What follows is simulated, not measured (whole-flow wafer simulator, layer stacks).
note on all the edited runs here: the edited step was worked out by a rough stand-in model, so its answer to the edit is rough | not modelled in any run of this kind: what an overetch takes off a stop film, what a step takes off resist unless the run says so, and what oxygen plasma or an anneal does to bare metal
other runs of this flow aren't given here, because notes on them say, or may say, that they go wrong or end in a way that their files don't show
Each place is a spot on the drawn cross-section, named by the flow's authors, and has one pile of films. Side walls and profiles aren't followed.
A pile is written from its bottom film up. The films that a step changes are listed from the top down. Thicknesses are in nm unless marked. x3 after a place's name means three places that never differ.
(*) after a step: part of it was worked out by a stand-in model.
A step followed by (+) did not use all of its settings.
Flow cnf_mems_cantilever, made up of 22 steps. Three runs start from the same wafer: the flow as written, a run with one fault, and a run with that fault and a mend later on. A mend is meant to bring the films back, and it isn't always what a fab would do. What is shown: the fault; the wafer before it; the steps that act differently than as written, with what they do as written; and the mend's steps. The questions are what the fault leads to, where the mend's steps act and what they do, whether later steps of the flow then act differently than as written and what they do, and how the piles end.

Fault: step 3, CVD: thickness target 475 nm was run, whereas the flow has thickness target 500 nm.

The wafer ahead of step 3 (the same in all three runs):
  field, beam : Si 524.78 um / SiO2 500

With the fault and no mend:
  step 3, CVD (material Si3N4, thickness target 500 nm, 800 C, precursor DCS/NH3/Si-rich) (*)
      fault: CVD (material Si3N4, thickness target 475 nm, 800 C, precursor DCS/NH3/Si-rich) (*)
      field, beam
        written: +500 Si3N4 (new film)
        fault: +475 Si3N4 (new film)
  Steps later in the flow that act otherwise than as written:
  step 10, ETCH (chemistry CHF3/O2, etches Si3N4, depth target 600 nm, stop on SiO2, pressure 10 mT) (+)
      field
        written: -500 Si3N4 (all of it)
        fault: -475 Si3N4 (all of it)
  By the end, the piles at beam depart from the flow's by more than 2% or 0.5 nm, whichever is larger.
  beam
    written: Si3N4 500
    fault: Si3N4 475

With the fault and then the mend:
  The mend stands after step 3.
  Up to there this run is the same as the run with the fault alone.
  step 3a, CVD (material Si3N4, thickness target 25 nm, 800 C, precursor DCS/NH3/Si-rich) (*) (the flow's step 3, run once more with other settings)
      field, beam
        +25 Si3N4
  None of the later steps of the flow acts differently than as written at any place that is followed.
  At every place that both follow, the piles at the end match the flow's.
